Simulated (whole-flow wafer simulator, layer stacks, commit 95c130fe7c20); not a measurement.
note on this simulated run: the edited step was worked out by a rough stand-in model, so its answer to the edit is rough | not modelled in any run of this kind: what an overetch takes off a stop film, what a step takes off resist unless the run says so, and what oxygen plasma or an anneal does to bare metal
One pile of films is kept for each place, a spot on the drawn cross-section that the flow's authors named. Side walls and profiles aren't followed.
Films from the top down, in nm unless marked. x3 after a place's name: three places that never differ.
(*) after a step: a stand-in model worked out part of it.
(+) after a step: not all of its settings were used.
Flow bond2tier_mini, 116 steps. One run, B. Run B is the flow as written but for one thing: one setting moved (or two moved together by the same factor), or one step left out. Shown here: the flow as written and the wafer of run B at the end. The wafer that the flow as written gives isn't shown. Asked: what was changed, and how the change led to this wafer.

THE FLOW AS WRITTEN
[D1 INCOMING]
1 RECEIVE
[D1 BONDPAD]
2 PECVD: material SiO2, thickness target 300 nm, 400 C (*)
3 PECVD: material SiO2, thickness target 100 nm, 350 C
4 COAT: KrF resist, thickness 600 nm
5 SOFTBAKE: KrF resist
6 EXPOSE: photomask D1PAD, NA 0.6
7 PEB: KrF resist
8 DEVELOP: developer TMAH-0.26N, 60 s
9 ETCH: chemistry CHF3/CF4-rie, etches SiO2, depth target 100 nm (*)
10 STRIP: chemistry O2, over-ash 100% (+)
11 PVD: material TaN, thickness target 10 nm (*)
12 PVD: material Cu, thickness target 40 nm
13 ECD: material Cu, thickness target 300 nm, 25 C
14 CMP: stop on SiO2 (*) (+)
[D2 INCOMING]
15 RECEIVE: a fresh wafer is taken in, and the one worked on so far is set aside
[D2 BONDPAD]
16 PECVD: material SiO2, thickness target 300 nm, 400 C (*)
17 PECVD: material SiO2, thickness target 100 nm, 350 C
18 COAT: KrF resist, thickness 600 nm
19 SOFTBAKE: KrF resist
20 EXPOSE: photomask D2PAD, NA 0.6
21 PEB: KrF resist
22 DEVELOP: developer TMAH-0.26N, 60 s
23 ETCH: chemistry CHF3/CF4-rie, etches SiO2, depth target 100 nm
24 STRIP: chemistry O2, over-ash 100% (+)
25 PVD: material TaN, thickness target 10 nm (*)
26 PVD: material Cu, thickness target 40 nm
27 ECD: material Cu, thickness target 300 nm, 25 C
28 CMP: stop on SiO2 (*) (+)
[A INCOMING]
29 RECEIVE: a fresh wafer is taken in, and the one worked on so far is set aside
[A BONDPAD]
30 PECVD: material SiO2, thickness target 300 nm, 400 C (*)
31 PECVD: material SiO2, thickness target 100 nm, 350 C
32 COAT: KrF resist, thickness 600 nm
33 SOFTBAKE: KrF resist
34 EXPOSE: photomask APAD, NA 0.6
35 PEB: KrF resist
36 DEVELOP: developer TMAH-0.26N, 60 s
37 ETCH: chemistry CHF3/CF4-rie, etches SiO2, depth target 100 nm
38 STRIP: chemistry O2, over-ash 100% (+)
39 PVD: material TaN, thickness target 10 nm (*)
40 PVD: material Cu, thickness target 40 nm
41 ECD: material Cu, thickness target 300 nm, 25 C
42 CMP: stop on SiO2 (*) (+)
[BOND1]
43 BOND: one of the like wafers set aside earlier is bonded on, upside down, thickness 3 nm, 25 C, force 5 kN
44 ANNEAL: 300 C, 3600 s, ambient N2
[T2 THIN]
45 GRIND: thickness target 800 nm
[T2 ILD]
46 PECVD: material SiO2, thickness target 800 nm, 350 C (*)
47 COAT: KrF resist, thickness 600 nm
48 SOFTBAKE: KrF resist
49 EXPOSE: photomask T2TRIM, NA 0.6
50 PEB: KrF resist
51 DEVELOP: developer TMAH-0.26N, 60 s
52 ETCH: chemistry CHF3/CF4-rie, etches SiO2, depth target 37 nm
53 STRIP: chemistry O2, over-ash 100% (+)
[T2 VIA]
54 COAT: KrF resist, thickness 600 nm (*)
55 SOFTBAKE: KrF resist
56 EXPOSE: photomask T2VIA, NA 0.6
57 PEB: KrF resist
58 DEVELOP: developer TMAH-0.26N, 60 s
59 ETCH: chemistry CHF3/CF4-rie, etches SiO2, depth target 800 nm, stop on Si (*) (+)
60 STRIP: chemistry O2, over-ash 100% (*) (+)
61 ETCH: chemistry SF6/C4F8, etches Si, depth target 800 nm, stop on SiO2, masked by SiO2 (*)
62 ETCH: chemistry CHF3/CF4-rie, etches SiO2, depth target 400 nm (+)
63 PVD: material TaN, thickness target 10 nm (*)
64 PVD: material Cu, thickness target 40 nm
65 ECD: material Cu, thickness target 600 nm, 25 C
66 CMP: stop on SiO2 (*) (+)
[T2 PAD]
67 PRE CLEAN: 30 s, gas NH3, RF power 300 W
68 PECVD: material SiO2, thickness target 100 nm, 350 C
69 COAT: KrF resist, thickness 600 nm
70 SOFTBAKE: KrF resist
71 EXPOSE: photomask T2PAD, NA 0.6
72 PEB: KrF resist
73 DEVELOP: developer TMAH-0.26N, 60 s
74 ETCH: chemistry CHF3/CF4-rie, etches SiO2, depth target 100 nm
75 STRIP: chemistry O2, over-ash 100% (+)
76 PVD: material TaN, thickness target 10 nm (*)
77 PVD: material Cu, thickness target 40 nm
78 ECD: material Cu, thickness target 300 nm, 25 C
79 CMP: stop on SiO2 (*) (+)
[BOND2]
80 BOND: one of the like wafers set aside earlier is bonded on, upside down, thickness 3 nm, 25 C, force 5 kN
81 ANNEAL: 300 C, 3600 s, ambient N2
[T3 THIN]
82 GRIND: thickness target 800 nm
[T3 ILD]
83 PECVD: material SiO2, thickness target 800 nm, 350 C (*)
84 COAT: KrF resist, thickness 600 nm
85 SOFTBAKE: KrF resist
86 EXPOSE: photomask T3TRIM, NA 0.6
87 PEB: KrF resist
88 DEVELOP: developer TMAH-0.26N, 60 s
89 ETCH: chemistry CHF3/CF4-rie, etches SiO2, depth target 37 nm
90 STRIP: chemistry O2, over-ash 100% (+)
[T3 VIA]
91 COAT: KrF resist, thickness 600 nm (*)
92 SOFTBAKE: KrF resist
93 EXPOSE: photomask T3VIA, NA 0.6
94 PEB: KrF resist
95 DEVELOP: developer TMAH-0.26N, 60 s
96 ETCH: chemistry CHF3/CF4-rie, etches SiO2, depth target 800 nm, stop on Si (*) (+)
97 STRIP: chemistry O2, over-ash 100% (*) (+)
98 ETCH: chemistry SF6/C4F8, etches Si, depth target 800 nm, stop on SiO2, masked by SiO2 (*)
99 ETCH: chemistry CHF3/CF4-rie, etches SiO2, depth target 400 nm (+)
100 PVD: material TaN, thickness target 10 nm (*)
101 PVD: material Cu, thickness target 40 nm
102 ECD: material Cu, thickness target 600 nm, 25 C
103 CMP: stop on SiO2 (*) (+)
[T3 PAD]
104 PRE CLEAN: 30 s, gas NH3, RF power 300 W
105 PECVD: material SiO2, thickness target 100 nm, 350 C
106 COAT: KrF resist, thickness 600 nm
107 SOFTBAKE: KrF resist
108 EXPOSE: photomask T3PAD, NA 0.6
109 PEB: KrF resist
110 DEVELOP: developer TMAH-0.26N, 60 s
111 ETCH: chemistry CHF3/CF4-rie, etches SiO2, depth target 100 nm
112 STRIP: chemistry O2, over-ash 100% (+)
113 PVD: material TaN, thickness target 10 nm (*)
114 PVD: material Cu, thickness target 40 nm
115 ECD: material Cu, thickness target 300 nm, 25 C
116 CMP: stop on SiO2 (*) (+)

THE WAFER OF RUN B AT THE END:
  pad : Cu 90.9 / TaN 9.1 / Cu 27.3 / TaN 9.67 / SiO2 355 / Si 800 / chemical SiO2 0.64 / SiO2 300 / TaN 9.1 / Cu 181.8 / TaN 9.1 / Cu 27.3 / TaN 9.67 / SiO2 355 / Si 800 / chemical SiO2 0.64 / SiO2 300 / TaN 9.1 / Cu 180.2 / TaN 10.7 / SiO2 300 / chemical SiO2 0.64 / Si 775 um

The cause: step 39, PVD: thickness target 11.8 nm was run, where the flow has thickness target 10 nm.

How the change led to this, step by step:
  39 PVD: material TaN, thickness target 10 nm (*)
      field: TaN +11.8 (new film) (as written it would be: TaN +10 (new film))
      pad: TaN +10.7 (new film) (as written it would be: TaN +9.1 (new film))
      (and at 1 more place)
  42 CMP: stop on SiO2 (*) (+)
      field: Cu -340 (all of it), TaN -11.8 (all of it) (as written it would be: Cu -340 (all of it), TaN -10 (all of it))
